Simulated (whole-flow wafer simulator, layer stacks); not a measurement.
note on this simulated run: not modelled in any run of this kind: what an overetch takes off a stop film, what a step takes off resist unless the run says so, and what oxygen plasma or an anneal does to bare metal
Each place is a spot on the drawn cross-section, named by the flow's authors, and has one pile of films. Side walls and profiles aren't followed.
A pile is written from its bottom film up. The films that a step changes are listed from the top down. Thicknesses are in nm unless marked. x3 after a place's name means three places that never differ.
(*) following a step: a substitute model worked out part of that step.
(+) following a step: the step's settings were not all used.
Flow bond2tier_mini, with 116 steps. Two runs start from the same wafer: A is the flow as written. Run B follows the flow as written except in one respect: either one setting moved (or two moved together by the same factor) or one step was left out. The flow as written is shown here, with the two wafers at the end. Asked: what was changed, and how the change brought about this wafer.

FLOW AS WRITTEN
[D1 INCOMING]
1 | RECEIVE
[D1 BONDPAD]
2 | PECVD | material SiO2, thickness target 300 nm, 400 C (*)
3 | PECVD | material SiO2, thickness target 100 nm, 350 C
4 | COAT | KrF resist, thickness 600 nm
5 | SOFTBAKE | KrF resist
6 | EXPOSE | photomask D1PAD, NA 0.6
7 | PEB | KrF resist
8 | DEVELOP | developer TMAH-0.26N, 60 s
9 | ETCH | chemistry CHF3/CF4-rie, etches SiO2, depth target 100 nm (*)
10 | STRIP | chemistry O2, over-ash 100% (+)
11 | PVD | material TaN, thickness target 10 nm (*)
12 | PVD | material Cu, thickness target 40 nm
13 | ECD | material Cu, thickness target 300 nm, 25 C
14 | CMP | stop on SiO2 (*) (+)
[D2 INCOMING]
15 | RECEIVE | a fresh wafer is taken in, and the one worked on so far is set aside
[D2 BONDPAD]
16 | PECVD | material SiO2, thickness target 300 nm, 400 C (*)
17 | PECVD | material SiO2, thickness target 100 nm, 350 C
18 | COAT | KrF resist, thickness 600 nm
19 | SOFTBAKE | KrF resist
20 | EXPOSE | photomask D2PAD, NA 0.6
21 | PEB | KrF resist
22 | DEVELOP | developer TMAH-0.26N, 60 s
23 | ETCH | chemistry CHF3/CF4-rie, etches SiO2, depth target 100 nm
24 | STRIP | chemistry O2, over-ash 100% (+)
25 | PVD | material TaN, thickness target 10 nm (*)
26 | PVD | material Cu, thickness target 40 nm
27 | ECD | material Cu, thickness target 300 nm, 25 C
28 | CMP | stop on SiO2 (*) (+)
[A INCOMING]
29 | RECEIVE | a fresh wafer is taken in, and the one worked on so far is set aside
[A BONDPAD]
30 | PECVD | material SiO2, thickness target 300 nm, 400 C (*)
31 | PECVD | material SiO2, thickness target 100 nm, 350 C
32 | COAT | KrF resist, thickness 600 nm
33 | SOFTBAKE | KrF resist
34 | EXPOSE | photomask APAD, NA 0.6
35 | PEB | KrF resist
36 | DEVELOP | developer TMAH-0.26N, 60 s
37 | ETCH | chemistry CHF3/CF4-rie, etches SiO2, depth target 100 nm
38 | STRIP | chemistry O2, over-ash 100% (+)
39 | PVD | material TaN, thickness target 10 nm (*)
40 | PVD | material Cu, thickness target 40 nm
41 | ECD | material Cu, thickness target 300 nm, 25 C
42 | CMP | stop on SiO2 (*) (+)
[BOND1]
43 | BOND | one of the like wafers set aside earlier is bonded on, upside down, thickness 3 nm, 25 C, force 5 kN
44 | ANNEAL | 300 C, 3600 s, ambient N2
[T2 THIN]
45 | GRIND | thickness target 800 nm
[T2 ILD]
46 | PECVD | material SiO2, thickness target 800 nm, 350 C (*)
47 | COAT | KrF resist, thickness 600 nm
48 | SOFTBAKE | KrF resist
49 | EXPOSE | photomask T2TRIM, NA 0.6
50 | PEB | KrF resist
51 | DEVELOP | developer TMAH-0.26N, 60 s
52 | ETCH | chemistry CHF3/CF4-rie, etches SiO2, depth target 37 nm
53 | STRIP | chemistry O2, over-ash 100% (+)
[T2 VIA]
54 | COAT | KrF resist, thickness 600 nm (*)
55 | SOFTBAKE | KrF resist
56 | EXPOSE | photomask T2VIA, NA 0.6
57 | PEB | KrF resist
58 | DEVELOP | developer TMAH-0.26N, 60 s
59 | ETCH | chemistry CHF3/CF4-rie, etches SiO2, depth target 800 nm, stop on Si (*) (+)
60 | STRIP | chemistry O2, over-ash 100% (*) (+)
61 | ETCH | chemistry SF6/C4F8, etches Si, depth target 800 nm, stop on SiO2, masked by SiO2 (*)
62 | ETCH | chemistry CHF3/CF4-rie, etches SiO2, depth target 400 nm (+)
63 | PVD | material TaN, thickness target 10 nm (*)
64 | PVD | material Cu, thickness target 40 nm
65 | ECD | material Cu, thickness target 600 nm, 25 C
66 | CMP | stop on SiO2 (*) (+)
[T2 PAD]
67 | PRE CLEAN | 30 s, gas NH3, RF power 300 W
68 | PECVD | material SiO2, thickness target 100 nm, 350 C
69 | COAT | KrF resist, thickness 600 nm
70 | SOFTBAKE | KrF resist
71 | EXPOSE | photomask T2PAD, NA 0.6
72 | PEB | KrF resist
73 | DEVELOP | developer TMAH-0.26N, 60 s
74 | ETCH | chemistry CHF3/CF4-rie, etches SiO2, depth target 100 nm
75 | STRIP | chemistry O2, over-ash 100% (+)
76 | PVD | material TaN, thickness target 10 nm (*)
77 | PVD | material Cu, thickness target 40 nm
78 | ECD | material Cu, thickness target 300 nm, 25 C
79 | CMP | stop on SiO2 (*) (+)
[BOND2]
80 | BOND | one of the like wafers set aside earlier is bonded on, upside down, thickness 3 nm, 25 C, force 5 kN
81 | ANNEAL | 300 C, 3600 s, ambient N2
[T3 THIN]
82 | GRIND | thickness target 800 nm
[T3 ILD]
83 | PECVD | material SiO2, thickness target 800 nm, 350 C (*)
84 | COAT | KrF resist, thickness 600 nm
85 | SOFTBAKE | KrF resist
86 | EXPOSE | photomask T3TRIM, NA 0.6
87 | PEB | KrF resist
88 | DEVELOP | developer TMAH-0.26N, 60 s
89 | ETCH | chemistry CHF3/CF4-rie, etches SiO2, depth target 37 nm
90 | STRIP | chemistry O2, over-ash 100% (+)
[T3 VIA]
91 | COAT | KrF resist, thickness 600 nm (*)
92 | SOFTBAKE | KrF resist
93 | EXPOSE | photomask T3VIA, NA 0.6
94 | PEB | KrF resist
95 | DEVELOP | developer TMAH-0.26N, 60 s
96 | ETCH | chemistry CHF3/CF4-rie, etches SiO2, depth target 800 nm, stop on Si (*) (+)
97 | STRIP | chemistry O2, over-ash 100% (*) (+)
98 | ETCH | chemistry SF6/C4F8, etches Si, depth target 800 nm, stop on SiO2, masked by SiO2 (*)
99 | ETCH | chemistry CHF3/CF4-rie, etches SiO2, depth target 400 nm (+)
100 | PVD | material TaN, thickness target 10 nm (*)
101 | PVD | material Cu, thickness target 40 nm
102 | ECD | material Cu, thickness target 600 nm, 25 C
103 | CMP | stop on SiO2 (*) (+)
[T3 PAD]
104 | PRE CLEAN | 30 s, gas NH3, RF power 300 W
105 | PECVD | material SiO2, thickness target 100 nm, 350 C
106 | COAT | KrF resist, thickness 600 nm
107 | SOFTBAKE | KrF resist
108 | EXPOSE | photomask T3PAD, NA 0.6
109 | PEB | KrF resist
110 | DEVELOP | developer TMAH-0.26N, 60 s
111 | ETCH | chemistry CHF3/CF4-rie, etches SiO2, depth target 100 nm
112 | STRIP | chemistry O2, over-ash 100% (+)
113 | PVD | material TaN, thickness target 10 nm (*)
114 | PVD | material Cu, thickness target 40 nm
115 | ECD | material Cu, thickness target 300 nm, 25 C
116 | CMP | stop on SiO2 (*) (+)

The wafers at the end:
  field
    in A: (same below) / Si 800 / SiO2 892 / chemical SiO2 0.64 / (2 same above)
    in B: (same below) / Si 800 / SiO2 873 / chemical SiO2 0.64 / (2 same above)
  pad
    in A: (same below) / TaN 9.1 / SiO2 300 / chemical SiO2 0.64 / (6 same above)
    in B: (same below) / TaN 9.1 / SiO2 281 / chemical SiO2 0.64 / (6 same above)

The reason: step 17, PECVD: thickness target 81 nm was run, whereas the flow has thickness target 100 nm.

Step by step, how the change led to this:
  17 | PECVD | material SiO2, thickness target 100 nm, 350 C
      field, pad, via: A +100 SiO2 | B +81 SiO2
  80 | BOND | one of the like wafers set aside earlier is bonded on, upside down, thickness 3 nm, 25 C, force 5 kN
      field: A +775 um Si (new film), +0.64 chemical SiO2 (new film), +400 SiO2 | B +775 um Si (new film), +0.64 chemical SiO2 (new film), +381 SiO2
      pad: A +775 um Si (new film), +0.64 chemical SiO2 (new film), +300 SiO2 (new film), +9.1 TaN (new film), +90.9 Cu | B +775 um Si (new film), +0.64 chemical SiO2 (new film), +281 SiO2 (new film), +9.1 TaN (new film), +90.9 Cu
